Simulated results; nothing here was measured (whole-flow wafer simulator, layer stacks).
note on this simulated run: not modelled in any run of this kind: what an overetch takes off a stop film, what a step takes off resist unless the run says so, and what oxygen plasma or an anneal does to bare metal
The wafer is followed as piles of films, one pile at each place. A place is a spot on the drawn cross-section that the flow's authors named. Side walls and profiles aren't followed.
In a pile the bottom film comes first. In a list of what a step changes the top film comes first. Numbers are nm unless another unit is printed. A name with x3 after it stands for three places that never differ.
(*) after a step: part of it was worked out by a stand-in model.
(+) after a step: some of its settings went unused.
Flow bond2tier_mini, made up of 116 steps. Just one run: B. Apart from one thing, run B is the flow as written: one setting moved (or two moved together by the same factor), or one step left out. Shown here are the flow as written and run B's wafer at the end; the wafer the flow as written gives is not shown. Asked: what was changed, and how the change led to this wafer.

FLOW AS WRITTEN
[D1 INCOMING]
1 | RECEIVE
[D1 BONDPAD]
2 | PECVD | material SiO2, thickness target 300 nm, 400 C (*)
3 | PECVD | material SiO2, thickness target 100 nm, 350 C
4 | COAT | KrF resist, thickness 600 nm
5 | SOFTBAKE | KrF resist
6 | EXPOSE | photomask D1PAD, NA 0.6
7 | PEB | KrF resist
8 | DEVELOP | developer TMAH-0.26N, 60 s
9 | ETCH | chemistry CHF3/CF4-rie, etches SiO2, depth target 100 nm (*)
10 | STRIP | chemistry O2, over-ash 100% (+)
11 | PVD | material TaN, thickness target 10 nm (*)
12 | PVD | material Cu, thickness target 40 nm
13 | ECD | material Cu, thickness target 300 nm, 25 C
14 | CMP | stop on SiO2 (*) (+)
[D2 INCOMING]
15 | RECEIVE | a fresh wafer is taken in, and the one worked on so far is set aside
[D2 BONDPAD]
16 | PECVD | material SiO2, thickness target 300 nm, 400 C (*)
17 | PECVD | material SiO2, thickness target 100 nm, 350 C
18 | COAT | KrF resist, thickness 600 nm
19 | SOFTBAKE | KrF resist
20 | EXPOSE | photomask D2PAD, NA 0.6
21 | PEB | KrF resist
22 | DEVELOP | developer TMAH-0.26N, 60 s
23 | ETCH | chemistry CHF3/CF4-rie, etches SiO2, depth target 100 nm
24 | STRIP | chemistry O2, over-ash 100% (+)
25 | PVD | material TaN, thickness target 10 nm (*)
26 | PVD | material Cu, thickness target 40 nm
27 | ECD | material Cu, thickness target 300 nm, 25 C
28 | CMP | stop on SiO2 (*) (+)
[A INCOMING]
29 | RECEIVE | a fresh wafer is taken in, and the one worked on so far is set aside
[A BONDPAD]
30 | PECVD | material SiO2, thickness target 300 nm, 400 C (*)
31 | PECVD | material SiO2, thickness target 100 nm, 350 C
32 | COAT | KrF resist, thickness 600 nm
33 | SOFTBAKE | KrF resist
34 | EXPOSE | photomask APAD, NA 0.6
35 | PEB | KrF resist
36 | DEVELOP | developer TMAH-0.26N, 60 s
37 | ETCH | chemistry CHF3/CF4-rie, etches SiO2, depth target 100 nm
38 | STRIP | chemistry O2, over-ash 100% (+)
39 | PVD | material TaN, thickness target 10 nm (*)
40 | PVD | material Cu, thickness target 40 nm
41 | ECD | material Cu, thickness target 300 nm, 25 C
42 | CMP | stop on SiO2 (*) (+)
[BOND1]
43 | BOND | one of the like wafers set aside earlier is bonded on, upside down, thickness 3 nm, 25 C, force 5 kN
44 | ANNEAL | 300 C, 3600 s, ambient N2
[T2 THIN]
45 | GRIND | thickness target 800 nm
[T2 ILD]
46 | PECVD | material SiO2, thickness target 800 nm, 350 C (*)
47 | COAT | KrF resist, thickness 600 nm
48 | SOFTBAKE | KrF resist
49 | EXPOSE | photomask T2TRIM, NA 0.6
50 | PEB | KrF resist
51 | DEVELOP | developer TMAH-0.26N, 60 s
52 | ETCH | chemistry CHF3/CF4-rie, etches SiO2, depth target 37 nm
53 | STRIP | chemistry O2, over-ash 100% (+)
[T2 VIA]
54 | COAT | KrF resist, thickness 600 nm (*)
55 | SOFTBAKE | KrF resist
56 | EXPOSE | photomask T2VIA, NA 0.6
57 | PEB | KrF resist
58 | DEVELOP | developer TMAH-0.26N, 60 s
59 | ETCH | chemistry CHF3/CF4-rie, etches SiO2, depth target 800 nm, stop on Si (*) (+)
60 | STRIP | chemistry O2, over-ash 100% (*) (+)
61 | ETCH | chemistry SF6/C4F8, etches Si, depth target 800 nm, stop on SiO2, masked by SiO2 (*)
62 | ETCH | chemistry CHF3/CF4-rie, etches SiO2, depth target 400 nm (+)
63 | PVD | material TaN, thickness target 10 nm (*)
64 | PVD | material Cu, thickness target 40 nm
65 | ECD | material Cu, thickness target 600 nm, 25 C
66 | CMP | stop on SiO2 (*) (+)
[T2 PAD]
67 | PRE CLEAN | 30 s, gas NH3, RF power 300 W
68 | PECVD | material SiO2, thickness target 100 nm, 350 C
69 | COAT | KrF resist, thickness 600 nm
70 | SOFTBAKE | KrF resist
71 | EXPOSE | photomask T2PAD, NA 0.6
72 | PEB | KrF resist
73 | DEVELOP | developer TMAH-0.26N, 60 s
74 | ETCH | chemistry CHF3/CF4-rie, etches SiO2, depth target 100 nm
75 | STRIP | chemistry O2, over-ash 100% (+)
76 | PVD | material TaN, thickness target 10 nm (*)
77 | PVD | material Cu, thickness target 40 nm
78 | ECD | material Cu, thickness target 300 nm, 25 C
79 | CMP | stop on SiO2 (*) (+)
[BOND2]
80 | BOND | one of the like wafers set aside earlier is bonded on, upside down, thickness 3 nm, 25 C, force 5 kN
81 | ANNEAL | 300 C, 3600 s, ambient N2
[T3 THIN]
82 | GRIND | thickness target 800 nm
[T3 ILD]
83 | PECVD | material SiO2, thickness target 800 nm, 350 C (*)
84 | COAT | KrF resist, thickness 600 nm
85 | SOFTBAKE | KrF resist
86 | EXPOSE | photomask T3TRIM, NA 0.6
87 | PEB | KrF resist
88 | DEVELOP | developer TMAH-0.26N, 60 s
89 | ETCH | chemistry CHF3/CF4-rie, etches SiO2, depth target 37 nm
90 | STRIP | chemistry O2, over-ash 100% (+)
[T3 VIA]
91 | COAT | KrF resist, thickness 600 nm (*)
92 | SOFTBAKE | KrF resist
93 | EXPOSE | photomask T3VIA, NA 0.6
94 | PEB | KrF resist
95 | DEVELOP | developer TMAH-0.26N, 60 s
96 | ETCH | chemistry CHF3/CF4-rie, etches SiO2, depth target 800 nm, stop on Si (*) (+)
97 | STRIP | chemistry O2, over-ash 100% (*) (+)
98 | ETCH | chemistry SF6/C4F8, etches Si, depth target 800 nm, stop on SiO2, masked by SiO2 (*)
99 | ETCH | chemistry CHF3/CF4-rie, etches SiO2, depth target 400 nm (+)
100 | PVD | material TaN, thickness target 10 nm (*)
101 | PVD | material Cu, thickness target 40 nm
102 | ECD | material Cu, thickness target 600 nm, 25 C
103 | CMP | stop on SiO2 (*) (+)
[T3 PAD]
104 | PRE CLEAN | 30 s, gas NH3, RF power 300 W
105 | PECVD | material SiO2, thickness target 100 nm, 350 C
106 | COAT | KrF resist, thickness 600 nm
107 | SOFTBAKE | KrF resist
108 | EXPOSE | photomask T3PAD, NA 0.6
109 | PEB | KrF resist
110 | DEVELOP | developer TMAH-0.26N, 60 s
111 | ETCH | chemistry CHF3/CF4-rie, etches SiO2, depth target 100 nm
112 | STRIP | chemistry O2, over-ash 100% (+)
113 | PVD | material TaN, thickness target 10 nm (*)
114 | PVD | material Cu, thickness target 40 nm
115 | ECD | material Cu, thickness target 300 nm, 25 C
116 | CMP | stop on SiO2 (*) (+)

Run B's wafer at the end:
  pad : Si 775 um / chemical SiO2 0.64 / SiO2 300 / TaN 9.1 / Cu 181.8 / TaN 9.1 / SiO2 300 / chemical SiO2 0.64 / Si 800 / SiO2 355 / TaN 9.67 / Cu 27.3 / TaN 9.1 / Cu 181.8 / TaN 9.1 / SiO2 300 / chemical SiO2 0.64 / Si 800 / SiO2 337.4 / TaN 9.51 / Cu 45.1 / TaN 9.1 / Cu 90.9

Cause: step 89, ETCH: depth target 54.6 nm was run, though the flow has depth target 37 nm.

How this came from the change, step by step:
  89 | ETCH | chemistry CHF3/CF4-rie, etches SiO2, depth target 37 nm
      field: KrF resist loses 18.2 (it would be, as written: KrF resist loses 12.3)
      pad: SiO2 loses 54.6 (it would be, as written: SiO2 loses 37)
  97 | STRIP | chemistry O2, over-ash 100% (*) (+)
      field: KrF resist loses 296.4 (all of it) (it would be, as written: KrF resist loses 303.9 (all of it))
      pad: KrF resist loses 343.7 (all of it) (it would be, as written: KrF resist loses 336 (all of it))
  102 | ECD | material Cu, thickness target 600 nm, 25 C
      pad: Cu gains 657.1 (it would be, as written: Cu gains 638.7)
